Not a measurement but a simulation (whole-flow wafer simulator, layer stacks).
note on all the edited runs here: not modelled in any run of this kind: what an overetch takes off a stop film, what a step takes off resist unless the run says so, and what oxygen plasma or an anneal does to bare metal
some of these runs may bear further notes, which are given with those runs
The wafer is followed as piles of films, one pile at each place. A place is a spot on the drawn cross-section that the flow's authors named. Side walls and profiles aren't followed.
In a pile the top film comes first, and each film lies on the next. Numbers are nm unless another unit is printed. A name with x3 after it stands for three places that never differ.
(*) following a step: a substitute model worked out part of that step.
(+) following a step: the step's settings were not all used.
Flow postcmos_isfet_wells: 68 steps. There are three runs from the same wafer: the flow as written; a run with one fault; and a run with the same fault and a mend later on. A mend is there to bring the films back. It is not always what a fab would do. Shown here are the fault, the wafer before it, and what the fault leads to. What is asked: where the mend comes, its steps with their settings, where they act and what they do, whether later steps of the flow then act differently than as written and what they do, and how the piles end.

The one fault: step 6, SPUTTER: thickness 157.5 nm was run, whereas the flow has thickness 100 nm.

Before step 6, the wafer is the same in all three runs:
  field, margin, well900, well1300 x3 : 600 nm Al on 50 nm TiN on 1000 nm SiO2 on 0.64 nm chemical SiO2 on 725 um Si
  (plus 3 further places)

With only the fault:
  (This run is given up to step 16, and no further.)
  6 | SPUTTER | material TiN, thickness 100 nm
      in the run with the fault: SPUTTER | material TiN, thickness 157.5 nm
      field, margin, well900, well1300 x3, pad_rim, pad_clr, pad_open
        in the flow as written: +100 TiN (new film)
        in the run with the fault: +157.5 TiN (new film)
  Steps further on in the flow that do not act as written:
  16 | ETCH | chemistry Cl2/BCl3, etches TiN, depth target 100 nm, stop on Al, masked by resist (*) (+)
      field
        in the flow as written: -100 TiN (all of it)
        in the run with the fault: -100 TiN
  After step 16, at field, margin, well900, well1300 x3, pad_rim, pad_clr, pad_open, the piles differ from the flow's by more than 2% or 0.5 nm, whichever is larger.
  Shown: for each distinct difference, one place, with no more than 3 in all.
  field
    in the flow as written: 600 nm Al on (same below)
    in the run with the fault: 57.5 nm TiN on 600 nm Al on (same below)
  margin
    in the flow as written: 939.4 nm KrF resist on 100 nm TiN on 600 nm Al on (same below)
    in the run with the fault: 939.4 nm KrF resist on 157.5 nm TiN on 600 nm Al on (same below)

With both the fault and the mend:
  The mend stands after step 6.
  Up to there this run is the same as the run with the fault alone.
  6a | ETCH | chemistry peroxide tin strip, depth target 181.1 nm
      field, margin, well900, well1300 x3, pad_rim, pad_clr, pad_open
        -157.5 TiN (all of it)
  6b | SPUTTER | material TiN, thickness 100 nm (a further turn of the flow's step 6)
      field, margin, well900, well1300 x3, pad_rim, pad_clr, pad_open
        +100 TiN (new film)
  None of the later steps of the flow acts differently than as written at any place that is followed.
  The piles end the same as the flow's at every place that both follow.
